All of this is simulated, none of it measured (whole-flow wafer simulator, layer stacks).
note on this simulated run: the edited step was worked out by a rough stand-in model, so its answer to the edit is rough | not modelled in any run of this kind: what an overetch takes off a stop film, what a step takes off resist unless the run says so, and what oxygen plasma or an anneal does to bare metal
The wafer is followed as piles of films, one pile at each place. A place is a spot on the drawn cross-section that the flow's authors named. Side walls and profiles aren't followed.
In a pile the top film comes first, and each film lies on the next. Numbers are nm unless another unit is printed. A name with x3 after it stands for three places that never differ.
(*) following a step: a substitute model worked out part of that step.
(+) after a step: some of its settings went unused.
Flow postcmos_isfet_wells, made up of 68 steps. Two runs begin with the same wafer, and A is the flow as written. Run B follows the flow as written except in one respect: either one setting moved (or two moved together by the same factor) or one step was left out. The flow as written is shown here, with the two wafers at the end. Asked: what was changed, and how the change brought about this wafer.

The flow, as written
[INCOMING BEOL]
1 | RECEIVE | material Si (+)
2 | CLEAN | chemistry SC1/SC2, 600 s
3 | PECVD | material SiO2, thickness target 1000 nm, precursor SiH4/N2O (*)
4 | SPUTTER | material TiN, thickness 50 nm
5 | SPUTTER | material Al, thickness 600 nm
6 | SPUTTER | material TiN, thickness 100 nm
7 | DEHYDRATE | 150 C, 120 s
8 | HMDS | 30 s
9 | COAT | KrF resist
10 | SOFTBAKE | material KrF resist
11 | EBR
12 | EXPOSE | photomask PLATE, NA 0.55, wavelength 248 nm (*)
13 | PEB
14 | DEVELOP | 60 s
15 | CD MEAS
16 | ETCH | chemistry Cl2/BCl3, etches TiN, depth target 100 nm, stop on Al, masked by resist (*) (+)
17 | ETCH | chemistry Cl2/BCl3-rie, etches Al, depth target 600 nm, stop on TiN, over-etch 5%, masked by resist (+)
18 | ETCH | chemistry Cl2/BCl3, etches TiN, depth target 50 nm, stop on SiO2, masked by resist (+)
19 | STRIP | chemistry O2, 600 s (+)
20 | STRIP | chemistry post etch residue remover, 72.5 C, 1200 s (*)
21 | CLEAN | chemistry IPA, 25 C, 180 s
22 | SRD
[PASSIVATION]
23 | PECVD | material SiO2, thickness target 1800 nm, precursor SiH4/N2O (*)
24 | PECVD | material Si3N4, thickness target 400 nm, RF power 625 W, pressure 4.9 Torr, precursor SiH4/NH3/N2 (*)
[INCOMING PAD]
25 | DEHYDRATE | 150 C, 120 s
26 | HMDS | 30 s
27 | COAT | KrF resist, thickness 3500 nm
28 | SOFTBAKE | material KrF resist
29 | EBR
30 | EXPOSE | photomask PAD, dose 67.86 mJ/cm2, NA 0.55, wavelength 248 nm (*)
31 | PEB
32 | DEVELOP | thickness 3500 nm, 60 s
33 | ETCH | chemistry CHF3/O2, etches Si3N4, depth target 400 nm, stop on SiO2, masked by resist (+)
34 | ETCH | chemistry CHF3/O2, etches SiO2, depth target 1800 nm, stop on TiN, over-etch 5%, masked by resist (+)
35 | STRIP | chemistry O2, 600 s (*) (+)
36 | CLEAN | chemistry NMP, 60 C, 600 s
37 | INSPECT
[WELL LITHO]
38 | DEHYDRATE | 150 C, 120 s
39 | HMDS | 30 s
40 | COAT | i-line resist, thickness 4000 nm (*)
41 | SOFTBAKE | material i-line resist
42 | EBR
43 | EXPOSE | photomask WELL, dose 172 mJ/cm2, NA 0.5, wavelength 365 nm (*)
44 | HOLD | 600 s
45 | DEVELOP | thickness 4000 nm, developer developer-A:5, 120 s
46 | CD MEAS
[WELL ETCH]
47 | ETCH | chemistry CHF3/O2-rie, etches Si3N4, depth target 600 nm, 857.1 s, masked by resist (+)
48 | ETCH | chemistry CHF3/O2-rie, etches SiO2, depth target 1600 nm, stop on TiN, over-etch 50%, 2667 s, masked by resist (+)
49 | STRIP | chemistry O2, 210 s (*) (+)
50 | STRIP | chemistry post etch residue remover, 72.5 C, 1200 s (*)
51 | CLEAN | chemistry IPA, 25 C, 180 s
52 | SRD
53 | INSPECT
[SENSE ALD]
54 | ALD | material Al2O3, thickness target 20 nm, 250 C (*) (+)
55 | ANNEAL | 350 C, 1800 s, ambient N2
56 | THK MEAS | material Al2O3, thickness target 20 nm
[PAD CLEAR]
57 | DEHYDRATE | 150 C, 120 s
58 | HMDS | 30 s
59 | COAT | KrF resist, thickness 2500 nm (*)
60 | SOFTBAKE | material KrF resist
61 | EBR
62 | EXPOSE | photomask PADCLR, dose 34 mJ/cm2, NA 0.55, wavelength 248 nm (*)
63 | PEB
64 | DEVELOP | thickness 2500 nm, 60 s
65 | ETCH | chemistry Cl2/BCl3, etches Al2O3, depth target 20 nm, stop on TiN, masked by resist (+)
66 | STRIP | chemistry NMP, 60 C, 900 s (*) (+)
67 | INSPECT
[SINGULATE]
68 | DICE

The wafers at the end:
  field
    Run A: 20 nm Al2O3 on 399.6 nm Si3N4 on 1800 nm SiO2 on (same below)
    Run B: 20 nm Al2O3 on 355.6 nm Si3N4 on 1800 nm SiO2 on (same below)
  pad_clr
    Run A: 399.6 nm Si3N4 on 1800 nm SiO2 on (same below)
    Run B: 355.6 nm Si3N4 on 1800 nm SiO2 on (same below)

The reason: step 24, PECVD: thickness target 356 nm was run, while the flow as written has thickness target 400 nm.

Step by step, how the change led to this:
  24 | PECVD | material Si3N4, thickness target 400 nm, RF power 625 W, pressure 4.9 Torr, precursor SiH4/NH3/N2 (*)
      field, margin, well900, well1300 x3, pad_rim, pad_clr, pad_open: A Si3N4 gains 400 (new film) | B Si3N4 gains 356 (new film)
  33 | ETCH | chemistry CHF3/O2, etches Si3N4, depth target 400 nm, stop on SiO2, masked by resist (+)
      pad_open: A Si3N4 loses 400 (all of it) | B Si3N4 loses 356 (all of it)
  41 | SOFTBAKE | material i-line resist
      pad_clr: A i-line resist loses 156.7 | B i-line resist loses 152.3
  47 | ETCH | chemistry CHF3/O2-rie, etches Si3N4, depth target 600 nm, 857.1 s, masked by resist (+)
      well900, well1300 x3: A Si3N4 loses 400 (all of it), SiO2 loses 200 | B Si3N4 loses 356 (all of it), SiO2 loses 244
  48 | ETCH | chemistry CHF3/O2-rie, etches SiO2, depth target 1600 nm, stop on TiN, over-etch 50%, 2667 s, masked by resist (+)
      well900, well1300 x3: A SiO2 loses 1600 (all of it) | B SiO2 loses 1556 (all of it)
